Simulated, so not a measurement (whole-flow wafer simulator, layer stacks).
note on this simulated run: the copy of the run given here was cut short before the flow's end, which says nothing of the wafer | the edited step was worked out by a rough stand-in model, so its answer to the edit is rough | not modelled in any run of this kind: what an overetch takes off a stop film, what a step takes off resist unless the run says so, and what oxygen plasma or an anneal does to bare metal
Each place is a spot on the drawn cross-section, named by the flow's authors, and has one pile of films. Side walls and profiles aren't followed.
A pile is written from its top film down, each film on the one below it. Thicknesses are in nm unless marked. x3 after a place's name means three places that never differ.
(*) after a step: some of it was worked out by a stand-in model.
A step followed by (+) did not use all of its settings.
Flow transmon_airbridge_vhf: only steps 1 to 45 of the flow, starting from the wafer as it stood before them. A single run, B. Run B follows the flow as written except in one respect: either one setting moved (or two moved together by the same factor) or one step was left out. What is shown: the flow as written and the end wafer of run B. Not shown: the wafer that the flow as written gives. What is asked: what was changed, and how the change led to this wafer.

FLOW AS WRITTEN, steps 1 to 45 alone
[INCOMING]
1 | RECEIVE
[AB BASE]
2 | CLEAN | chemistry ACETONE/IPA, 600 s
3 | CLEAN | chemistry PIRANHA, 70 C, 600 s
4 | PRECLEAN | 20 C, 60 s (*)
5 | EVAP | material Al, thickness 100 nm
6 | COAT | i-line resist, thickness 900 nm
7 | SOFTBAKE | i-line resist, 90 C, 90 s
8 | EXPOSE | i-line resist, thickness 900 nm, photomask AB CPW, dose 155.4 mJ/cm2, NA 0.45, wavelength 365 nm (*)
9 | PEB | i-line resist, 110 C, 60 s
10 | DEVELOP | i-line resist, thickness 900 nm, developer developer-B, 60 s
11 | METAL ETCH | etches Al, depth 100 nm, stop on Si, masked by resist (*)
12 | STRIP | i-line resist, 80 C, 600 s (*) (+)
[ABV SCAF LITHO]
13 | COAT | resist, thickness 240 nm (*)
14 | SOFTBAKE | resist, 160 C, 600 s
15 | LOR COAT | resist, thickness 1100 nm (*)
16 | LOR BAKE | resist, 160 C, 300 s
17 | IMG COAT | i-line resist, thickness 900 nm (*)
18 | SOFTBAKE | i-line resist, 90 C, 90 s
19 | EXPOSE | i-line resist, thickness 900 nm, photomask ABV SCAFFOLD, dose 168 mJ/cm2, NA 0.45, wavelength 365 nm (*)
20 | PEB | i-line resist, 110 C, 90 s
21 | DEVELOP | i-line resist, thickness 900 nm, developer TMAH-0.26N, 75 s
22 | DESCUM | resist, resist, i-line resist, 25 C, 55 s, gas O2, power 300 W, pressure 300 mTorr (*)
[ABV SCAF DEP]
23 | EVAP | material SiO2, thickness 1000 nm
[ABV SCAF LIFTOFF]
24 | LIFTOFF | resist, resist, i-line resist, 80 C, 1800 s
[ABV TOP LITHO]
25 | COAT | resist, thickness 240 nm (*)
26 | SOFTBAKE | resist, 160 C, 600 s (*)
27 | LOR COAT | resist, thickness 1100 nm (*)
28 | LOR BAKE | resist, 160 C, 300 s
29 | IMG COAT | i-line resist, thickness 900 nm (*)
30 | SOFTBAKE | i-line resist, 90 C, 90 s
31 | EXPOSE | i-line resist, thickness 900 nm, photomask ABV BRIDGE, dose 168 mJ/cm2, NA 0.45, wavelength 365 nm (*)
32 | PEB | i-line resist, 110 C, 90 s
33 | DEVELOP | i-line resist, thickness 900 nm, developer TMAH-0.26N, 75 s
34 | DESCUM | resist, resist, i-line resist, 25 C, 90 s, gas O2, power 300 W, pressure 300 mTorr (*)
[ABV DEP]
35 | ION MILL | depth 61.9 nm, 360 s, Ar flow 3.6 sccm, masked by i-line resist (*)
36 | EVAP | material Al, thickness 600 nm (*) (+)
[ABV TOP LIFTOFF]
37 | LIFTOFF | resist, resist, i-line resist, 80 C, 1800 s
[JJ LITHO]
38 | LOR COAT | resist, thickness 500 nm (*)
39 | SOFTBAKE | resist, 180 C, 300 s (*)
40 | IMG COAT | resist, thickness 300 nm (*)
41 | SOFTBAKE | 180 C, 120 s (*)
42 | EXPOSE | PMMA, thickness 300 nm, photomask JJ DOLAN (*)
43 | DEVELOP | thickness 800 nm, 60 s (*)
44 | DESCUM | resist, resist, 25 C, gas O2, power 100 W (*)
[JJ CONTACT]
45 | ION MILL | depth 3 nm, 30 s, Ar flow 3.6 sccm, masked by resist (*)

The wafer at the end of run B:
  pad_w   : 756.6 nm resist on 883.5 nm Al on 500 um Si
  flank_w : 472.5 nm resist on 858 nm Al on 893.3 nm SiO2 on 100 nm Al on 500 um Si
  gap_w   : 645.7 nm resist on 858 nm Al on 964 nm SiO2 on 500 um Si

The reason: step 36, EVAP: thickness 858 nm was run, whereas the flow has thickness 600 nm.
The wafer lets one read it off: flank_w has Al 858, and step 36 as written asks for 600 nm.

Step by step, how the change led to this:
  36 | EVAP | material Al, thickness 600 nm (*) (+)
      field x3, jj_line, ground_far and 10 more: Al gains 858 (new film) (as written it would have been: Al gains 600 (new film))
      pad_w, pad_e: Al gains 845.5 (as written it would have been: Al gains 591.2)
  37 | LIFTOFF | resist, resist, i-line resist, 80 C, 1800 s
      field x3, jj_line, trace_open_s x2: Al loses 858 (all of it), i-line resist loses 600 (all of it), resist loses 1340 (all of it) (as written it would have been: Al loses 600 (all of it), i-line resist loses 600 (all of it), resist loses 1340 (all of it))
      margin_s, margin_n: Al loses 858 (all of it), i-line resist loses 318.3 (all of it), resist loses 992 (all of it) (as written it would have been: Al loses 600 (all of it), i-line resist loses 318.3 (all of it), resist loses 992 (all of it))
      (and at 1 other place as well)
  38 | LOR COAT | resist, thickness 500 nm (*)
      pad_w, pad_e: resist gains 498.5 (new film) (as written it would have been: resist gains 517 (new film))
      gap_w, gap_e: resist gains 440.4 (new film) (as written it would have been: resist gains 450.7 (new film))
      (and at 4 other places as well)
  40 | IMG COAT | resist, thickness 300 nm (*)
      pad_w, pad_e: resist gains 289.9 (as written it would have been: resist gains 300.1)
      flank_w, flank_e: resist gains 203.6 (as written it would have been: resist gains 212.1)
      (and at 4 other places as well)
